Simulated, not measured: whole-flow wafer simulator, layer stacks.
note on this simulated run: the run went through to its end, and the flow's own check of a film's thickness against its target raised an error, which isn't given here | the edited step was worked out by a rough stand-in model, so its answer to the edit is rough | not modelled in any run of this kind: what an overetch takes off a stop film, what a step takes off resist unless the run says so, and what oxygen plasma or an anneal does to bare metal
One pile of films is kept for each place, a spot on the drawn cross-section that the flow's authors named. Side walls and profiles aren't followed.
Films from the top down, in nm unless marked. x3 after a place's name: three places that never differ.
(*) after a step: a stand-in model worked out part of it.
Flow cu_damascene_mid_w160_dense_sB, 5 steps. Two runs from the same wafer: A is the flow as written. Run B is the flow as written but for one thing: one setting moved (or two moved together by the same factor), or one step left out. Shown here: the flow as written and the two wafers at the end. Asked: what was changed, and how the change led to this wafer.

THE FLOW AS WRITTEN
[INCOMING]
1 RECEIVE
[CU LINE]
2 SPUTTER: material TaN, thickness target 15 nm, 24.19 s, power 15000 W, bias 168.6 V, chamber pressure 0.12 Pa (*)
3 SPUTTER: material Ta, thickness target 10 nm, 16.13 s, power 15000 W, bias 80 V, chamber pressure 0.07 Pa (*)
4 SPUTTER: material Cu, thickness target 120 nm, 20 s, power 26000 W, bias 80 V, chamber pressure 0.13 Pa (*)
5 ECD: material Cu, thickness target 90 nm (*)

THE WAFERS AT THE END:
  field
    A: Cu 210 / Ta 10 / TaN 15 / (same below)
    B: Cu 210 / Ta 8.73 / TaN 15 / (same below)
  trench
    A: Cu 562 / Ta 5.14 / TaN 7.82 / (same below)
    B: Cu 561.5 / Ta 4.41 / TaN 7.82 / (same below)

The cause: step 3, SPUTTER: power 13100 W was run, where the flow has power 15000 W.

How the change led to this, step by step:
  3 SPUTTER: material Ta, thickness target 10 nm, 16.13 s, power 15000 W, bias 80 V, chamber pressure 0.07 Pa (*)
      field: A Ta +10 (new film) | B Ta +8.73 (new film)
      trench: A Ta +5.14 (new film) | B Ta +4.41 (new film)
